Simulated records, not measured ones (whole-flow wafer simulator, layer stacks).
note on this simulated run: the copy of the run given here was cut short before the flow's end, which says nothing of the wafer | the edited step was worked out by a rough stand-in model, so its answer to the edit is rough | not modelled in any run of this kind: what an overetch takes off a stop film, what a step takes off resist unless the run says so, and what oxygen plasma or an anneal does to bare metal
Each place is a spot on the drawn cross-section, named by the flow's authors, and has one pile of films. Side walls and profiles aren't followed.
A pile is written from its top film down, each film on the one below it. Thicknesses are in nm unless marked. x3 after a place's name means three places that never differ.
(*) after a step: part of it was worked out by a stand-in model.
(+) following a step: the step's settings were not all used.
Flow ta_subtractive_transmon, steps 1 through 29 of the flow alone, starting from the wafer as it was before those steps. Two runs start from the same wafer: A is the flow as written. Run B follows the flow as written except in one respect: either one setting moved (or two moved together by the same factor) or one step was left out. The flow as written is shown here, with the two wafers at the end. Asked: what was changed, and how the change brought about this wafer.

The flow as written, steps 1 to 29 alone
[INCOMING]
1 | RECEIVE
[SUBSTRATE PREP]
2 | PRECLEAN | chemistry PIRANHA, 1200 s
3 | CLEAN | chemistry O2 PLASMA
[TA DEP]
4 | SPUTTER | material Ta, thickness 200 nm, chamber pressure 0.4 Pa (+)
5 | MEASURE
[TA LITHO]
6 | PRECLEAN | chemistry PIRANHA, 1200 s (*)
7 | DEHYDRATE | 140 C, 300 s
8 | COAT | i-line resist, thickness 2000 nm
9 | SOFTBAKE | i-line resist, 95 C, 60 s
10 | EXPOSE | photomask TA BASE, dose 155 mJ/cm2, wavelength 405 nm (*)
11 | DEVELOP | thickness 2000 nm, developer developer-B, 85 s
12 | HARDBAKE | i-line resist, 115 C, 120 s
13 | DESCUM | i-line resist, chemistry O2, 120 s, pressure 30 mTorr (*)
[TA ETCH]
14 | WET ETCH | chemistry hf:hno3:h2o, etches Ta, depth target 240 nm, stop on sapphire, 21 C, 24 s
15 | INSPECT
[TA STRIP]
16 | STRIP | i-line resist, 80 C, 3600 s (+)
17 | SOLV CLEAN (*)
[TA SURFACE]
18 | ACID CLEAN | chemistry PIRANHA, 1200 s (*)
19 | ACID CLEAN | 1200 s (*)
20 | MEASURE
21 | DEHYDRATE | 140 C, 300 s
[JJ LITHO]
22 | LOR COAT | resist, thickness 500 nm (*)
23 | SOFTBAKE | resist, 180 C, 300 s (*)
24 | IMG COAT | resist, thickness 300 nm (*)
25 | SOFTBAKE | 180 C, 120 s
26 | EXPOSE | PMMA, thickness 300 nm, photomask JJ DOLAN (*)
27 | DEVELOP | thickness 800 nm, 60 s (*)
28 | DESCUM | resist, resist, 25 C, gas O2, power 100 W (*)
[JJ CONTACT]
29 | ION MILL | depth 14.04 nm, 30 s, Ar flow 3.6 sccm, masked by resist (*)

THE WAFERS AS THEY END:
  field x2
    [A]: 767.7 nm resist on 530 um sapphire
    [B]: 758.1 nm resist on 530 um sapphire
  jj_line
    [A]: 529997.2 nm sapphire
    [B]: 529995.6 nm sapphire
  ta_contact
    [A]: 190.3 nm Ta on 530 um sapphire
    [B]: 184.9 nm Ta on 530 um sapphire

The reason: step 29, ION MILL: 47.2 s was run, though the flow has 30 s.

The path from the change to this, step by step:
  29 | ION MILL | depth 14.04 nm, 30 s, Ar flow 3.6 sccm, masked by resist (*)
      field x2, ta_pad: A -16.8 resist | B -26.4 resist
      jj_line, lead: A -2.8 sapphire | B -4.4 sapphire
      (also at 1 further place)
